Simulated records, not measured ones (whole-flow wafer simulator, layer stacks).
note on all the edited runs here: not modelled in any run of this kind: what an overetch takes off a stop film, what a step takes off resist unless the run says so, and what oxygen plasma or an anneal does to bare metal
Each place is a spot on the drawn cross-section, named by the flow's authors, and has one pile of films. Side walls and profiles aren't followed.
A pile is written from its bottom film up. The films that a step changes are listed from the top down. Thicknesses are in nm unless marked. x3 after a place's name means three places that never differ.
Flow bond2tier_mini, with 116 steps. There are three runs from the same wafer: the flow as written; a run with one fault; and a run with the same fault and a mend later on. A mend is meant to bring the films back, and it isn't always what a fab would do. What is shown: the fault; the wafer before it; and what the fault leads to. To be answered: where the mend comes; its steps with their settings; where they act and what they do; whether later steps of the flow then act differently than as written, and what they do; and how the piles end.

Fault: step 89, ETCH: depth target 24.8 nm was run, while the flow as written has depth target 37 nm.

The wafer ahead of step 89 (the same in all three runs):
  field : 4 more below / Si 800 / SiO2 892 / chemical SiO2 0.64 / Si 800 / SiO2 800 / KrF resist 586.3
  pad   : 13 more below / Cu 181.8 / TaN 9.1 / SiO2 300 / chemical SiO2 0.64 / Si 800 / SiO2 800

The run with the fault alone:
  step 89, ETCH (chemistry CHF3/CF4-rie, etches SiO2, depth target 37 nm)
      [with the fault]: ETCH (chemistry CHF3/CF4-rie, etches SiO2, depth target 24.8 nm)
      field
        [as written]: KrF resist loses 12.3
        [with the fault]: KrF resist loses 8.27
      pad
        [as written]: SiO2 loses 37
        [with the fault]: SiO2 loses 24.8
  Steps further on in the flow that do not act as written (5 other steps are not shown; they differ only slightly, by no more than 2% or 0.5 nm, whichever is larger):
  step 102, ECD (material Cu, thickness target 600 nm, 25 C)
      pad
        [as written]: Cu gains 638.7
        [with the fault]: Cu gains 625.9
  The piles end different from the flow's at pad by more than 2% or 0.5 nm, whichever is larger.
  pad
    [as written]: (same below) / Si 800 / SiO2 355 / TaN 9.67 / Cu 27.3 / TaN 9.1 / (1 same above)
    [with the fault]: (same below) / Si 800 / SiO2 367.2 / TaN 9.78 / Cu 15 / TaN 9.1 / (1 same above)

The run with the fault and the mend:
  After step 89 comes the mend.
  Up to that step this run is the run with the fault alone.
  step 89a, ETCH (chemistry CHF3/CF4-rie, etches SiO2, depth target 12.2 nm) (a further turn of the flow's step 89, with different settings)
      field
        KrF resist loses 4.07
      pad
        SiO2 loses 12.2
  None of the later steps of the flow acts differently than as written at any place that is followed.
  By the end, the piles equal the flow's at every place that both follow.
